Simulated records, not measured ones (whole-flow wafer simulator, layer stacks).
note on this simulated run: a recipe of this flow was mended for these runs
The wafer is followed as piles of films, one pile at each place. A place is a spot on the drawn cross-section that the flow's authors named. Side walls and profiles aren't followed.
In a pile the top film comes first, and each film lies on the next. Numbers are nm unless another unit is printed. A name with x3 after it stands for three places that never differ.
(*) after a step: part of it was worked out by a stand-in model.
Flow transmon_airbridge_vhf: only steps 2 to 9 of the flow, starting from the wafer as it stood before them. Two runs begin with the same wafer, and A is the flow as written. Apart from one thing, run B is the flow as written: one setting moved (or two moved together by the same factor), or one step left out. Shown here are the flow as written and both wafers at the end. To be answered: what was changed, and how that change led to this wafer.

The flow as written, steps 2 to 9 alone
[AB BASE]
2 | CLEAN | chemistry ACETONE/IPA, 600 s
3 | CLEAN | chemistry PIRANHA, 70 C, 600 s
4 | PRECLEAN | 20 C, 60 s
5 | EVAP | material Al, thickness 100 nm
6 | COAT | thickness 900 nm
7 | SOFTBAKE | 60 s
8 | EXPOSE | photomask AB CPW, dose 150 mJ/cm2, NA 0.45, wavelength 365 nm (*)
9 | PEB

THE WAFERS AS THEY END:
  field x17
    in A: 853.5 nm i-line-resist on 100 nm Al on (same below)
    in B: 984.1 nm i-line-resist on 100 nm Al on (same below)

What caused this: step 6, COAT: thickness 1038 nm was run, whereas the flow has thickness 900 nm.

The path from the change to this, step by step:
  6 | COAT | thickness 900 nm
      field x17: A +900 i-line-resist (new film) | B +1038 i-line-resist (new film)
  9 | PEB
      field x17: A -46.5 i-line-resist | B -53.9 i-line-resist
